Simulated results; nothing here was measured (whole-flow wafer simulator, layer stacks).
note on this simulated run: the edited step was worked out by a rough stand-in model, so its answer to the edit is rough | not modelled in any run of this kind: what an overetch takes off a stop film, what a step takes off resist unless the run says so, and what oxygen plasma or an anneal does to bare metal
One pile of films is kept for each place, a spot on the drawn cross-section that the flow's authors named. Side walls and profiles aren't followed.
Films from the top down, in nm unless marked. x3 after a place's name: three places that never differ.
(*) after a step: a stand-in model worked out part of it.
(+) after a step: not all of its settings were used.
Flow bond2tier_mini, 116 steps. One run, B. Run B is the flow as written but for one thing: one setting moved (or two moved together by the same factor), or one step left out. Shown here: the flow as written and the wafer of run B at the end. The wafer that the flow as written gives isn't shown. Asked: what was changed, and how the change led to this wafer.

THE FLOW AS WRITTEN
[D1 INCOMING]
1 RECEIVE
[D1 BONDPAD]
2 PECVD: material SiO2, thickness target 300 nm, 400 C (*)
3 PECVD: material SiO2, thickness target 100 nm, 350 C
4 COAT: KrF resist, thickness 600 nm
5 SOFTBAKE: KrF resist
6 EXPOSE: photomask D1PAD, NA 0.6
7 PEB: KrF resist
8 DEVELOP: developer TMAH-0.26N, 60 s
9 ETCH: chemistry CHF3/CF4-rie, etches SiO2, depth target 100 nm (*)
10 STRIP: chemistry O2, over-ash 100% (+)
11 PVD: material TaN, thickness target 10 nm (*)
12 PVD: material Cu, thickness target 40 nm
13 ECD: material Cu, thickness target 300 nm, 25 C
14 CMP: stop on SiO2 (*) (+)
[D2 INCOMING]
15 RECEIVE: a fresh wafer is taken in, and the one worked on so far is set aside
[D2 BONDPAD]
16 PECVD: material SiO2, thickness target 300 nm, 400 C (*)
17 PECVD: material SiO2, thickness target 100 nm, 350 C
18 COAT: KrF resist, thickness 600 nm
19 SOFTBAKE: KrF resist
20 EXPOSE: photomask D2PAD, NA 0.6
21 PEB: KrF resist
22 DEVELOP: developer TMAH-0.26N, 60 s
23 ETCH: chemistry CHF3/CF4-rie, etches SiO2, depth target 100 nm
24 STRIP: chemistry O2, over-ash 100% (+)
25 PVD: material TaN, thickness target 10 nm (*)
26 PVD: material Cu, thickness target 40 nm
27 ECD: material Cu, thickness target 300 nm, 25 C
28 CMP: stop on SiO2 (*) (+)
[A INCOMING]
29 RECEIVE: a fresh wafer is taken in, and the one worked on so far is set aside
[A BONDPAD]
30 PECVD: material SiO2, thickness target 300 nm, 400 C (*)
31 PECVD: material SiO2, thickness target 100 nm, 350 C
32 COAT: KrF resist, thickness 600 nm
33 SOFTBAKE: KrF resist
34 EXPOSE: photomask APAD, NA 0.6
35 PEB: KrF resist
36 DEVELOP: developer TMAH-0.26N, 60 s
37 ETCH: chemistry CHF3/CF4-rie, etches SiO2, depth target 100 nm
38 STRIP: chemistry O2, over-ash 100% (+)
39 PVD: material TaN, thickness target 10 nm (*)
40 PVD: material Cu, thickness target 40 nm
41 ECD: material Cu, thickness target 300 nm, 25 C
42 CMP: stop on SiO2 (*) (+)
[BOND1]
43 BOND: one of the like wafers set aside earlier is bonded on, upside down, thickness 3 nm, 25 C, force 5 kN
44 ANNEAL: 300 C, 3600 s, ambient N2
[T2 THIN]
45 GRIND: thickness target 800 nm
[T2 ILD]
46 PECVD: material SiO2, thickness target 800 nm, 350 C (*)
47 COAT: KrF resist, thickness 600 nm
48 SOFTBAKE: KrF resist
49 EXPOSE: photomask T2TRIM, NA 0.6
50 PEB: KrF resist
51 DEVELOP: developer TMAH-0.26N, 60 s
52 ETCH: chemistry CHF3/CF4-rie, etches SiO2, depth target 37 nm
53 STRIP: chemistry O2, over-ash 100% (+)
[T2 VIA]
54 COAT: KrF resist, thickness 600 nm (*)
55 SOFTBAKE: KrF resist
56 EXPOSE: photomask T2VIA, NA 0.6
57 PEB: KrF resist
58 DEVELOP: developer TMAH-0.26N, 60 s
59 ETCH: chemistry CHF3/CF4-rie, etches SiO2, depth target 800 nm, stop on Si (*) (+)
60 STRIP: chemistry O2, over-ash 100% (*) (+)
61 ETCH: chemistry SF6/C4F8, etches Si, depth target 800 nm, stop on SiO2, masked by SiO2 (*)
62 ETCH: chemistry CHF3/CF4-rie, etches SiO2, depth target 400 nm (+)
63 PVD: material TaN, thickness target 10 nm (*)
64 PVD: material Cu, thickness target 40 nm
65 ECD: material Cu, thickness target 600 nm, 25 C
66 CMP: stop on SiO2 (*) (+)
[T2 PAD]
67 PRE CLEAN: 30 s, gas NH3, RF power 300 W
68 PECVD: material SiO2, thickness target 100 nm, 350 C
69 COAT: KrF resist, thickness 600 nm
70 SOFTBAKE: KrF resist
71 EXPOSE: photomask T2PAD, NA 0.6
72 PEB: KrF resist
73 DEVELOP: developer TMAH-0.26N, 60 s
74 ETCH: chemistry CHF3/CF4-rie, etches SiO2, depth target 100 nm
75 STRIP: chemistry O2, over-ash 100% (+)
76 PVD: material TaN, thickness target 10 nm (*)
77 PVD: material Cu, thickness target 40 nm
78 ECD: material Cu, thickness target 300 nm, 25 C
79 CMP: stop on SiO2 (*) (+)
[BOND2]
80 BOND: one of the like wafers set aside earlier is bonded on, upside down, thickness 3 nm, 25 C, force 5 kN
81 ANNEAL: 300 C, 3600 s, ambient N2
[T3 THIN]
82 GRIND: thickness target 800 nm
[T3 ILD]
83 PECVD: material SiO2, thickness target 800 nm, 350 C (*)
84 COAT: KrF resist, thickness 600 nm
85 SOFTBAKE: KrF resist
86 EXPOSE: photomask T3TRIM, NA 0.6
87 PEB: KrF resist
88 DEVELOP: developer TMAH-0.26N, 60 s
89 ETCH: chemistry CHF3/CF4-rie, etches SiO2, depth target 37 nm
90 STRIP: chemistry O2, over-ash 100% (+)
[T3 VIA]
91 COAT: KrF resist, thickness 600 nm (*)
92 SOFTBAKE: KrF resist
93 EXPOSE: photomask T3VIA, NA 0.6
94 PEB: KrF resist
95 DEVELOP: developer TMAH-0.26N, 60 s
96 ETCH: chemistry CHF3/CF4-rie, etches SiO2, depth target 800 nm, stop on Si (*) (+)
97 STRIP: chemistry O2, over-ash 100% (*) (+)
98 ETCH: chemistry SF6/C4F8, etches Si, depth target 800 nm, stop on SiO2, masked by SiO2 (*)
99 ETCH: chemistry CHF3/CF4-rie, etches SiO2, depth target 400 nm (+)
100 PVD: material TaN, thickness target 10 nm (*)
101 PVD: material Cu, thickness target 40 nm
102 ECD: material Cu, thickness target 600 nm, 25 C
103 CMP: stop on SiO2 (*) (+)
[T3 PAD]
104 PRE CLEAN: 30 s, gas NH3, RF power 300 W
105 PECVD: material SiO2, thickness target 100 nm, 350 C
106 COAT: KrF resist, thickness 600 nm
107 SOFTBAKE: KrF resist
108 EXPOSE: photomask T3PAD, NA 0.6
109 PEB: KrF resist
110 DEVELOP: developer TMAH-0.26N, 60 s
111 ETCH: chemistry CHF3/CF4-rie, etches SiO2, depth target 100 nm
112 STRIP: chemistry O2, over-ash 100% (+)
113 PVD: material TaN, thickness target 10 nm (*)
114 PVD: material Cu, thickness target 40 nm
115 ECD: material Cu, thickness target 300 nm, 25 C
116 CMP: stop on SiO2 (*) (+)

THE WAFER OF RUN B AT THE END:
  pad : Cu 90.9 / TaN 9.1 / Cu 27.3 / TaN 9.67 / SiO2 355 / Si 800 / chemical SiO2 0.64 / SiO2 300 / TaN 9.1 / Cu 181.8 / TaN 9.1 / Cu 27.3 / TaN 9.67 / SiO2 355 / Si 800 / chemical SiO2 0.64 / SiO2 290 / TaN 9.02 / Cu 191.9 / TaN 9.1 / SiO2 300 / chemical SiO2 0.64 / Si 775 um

The cause: step 9, ETCH: depth target 110 nm was run, where the flow has depth target 100 nm.

How the change led to this, step by step:
  9 ETCH: chemistry CHF3/CF4-rie, etches SiO2, depth target 100 nm (*)
      pad, via: SiO2 -110 (as written it would be: SiO2 -100)
      field: KrF resist -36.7 (as written it would be: KrF resist -33.3)
  13 ECD: material Cu, thickness target 300 nm, 25 C
      pad: Cu +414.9 (as written it would be: Cu +404.5)
      via: Cu +410.2 (as written it would be: Cu +400.2)
  43 BOND: one of the like wafers set aside earlier is bonded on, upside down, thickness 3 nm, 25 C, force 5 kN
      pad: Si +775 um (new film), chemical SiO2 +0.64 (new film), SiO2 +290 (new film), TaN +9.02 (new film), Cu +101 (as written it would be: Si +775 um (new film), chemical SiO2 +0.64 (new film), SiO2 +300 (new film), TaN +9.1 (new film), Cu +90.9)
      via: Si +775 um (new film), chemical SiO2 +0.64 (new film), SiO2 +290 (new film), TaN +9.96 (new film), Cu +100 (as written it would be: Si +775 um (new film), chemical SiO2 +0.64 (new film), SiO2 +300 (new film), TaN +9.97 (new film), Cu +90)
